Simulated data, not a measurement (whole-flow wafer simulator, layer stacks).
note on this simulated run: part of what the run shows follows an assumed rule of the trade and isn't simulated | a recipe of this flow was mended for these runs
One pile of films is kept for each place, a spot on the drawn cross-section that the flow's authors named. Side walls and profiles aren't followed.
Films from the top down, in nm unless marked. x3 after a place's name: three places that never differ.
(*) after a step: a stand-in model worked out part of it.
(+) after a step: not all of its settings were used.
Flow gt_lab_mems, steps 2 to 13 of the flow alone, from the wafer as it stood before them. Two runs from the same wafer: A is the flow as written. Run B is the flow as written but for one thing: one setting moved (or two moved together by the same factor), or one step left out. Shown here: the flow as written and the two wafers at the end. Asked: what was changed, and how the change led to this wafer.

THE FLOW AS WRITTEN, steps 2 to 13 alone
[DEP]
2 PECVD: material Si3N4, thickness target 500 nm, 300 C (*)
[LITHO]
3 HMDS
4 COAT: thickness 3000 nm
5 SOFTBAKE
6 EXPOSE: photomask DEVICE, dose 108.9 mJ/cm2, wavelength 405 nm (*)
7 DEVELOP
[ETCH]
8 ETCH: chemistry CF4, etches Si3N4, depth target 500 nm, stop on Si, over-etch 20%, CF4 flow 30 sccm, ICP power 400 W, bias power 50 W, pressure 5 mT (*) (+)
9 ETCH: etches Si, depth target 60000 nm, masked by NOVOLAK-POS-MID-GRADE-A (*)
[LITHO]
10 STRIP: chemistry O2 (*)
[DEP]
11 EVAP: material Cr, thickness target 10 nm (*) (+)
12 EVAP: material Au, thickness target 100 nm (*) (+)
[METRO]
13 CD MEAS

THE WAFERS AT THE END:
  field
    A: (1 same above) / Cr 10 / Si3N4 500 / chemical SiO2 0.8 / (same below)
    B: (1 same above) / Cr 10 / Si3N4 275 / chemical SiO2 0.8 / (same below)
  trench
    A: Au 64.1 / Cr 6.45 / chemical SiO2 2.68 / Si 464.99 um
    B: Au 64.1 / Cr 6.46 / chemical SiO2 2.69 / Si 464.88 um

The cause: step 2, PECVD: thickness target 275 nm was run, where the flow has thickness target 500 nm.
It can be read off the wafer: field has Si3N4 275, and step 2 as written asks for 500 nm.

How the change led to this, step by step:
  2 PECVD: material Si3N4, thickness target 500 nm, 300 C (*)
      field, trench: A Si3N4 +500 (new film) | B Si3N4 +275 (new film)
  8 ETCH: chemistry CF4, etches Si3N4, depth target 500 nm, stop on Si, over-etch 20%, CF4 flow 30 sccm, ICP power 400 W, bias power 50 W, pressure 5 mT (*) (+)
      field: A g/i-line-resist -400 | B g/i-line-resist -220.6
      trench: A Si3N4 -500 (all of it), chemical SiO2 -0.8 (all of it), Si -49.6 | B Si3N4 -275 (all of it), chemical SiO2 -0.8 (all of it), Si -162.1
  10 STRIP: chemistry O2 (*)
      field: A g/i-line-resist -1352 (all of it) | B g/i-line-resist -1531.3 (all of it)
